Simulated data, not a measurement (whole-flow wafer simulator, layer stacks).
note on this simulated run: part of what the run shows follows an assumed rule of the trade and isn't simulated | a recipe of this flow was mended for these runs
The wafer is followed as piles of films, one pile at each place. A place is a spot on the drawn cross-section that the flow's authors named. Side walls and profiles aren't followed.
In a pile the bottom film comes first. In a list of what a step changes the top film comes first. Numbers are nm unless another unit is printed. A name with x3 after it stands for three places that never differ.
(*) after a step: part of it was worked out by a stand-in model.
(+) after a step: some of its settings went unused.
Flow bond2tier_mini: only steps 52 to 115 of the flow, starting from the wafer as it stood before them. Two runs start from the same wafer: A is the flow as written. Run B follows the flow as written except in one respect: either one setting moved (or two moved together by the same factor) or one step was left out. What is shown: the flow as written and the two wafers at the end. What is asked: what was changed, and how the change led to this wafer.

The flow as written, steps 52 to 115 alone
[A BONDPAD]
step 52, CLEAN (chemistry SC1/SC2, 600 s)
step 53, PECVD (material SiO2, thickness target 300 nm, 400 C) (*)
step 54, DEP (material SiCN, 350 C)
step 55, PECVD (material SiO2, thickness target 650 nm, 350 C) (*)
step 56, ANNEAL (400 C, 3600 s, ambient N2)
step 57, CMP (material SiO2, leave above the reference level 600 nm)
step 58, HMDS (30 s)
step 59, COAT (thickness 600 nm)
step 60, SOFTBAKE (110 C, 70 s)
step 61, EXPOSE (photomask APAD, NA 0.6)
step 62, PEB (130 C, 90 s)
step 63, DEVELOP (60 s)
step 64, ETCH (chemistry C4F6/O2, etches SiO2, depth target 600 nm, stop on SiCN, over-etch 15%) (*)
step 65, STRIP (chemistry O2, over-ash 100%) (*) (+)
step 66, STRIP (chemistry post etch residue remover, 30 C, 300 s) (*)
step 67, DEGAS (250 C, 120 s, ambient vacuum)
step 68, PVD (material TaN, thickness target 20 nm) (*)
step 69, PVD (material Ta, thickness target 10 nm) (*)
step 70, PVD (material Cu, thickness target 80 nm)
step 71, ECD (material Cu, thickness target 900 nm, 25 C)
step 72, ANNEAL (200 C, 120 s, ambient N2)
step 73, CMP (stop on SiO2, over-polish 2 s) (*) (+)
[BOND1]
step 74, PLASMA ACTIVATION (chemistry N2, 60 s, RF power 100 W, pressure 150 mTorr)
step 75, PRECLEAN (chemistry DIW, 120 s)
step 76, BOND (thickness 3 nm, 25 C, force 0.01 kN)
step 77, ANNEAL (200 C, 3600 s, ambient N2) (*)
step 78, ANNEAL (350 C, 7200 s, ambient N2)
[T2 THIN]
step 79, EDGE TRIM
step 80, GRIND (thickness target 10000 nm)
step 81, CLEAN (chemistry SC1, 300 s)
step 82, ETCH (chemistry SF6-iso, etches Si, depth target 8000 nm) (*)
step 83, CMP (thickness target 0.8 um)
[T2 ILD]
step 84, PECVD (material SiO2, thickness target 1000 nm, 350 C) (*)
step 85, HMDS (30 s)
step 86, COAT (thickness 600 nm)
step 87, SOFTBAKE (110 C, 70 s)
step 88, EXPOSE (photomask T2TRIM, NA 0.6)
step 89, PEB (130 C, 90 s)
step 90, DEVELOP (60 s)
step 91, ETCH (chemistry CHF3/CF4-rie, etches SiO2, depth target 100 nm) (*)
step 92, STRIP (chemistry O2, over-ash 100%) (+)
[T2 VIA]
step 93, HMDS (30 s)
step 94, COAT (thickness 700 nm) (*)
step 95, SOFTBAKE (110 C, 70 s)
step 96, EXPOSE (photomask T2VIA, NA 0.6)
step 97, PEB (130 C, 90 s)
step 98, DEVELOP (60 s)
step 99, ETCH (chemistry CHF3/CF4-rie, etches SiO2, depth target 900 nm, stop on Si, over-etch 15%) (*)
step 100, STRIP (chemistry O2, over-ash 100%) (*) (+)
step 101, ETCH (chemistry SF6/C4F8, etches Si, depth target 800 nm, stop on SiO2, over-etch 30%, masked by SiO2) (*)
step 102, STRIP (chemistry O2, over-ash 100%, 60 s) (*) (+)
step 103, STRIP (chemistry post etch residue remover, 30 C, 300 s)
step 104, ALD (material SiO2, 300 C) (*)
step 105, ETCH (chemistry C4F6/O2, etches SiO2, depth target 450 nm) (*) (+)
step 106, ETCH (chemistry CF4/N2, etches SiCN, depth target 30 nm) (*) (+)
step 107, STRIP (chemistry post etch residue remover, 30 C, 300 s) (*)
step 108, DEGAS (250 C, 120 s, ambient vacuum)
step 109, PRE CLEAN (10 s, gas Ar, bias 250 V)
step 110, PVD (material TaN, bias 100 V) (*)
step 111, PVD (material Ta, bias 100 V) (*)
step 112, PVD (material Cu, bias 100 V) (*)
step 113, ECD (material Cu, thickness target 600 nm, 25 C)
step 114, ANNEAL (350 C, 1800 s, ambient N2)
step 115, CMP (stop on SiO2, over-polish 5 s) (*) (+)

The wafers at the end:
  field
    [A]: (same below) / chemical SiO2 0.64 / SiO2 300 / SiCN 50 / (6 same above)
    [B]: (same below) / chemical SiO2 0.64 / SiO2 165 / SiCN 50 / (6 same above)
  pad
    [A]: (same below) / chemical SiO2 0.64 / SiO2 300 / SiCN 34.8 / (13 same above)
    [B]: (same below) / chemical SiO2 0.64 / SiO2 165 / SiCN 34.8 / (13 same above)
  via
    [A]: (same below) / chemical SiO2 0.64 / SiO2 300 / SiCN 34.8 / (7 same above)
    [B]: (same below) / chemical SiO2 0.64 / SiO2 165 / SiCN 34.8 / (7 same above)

The reason: step 53, PECVD: thickness target 165 nm was run, whereas the flow has thickness target 300 nm.
One can read it off the wafer: field has SiO2 165, and step 53 as written asks for 300 nm.

The path from the change to this, step by step:
  step 53, PECVD (material SiO2, thickness target 300 nm, 400 C) (*)
      field, pad, via: A SiO2 gains 300 (new film) | B SiO2 gains 165 (new film)
